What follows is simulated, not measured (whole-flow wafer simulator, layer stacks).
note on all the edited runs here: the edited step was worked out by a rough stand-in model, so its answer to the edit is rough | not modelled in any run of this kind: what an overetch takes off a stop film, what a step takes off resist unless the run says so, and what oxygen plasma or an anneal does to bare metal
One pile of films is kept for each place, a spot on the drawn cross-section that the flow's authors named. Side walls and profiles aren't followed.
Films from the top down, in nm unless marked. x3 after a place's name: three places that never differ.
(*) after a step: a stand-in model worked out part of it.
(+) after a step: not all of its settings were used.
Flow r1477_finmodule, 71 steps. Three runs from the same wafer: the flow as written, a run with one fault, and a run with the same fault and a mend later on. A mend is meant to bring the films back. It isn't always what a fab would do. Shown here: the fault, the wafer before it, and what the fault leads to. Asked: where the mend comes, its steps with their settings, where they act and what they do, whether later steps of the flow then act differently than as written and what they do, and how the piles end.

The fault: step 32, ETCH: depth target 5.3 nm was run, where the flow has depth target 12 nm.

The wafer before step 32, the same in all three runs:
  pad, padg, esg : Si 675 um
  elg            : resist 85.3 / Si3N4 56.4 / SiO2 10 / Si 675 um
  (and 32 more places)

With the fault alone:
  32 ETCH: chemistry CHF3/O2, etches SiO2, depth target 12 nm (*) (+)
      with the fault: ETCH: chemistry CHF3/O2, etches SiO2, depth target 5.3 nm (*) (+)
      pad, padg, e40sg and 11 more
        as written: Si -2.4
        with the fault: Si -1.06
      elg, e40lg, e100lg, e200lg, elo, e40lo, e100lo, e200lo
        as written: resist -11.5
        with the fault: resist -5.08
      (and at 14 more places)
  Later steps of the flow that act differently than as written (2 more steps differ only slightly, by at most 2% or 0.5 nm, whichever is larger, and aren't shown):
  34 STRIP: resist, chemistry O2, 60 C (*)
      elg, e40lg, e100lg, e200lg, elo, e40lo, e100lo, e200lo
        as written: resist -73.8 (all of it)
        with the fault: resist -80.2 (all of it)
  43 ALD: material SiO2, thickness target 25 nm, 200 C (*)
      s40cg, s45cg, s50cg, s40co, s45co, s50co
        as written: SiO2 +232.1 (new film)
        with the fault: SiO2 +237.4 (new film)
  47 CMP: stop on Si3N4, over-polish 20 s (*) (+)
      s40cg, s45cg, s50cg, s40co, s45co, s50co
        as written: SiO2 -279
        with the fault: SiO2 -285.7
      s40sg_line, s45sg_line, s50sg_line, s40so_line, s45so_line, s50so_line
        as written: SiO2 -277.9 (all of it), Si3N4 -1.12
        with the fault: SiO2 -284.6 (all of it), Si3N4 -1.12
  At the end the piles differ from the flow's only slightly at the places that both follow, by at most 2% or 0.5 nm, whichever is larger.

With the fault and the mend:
  The mend comes after step 32.
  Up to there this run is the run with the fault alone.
  32a ETCH: chemistry CHF3/O2, etches SiO2, depth target 6.7 nm (*) (the flow's step 32 once more, with other settings)
      pad, padg, e40sg and 11 more
        Si -1.34
      elg, e40lg, e100lg, e200lg, elo, e40lo, e100lo, e200lo
        resist -6.42
      s40sg_line, s45sg_line, s50sg_line, s40so_line, s45so_line, s50so_line
        SiO2 -6.7
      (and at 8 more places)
  No later step of the flow acts differently than as written, at any place that is followed, by more than 2% or 0.5 nm, whichever is larger.
  At the end the piles differ from the flow's only slightly at the places that both follow, by at most 2% or 0.5 nm, whichever is larger.
